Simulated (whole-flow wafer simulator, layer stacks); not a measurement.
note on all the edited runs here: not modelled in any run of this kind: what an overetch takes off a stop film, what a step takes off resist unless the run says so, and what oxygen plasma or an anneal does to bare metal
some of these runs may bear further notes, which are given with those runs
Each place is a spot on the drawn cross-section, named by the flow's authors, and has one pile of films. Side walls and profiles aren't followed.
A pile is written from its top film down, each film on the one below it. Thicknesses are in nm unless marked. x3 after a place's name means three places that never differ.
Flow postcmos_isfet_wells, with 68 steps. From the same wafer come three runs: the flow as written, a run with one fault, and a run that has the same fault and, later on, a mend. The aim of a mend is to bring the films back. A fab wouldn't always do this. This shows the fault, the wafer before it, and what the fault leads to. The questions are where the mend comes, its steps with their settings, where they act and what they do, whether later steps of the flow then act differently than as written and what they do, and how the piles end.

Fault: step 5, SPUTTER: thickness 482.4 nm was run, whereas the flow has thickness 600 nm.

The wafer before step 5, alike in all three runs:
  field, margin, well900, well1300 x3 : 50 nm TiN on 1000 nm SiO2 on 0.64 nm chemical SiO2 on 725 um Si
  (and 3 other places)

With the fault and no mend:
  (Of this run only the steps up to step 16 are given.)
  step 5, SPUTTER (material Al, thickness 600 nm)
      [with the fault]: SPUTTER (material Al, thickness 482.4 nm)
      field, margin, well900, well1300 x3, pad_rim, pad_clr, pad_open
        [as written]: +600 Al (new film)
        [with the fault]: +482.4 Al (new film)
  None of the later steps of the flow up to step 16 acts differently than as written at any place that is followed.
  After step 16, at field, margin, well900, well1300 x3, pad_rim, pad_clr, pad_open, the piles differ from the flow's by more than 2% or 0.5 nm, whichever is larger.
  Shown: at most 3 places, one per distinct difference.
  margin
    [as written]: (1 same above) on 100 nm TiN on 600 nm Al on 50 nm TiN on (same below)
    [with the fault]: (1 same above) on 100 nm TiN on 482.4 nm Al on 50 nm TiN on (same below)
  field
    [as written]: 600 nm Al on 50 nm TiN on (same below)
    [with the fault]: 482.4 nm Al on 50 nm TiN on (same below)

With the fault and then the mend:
  After step 5 comes the mend.
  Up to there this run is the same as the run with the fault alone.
  step 5a, ETCH (chemistry al pan, depth target 554.8 nm)
      field, margin, well900, well1300 x3, pad_rim, pad_clr, pad_open
        -482.4 Al (all of it)
  step 5b, SPUTTER (material Al, thickness 600 nm) (a further turn of the flow's step 5)
      field, margin, well900, well1300 x3, pad_rim, pad_clr, pad_open
        +600 Al (new film)
  None of the later steps of the flow acts differently than as written at any place that is followed.
  At every place that both follow, the piles at the end match the flow's.
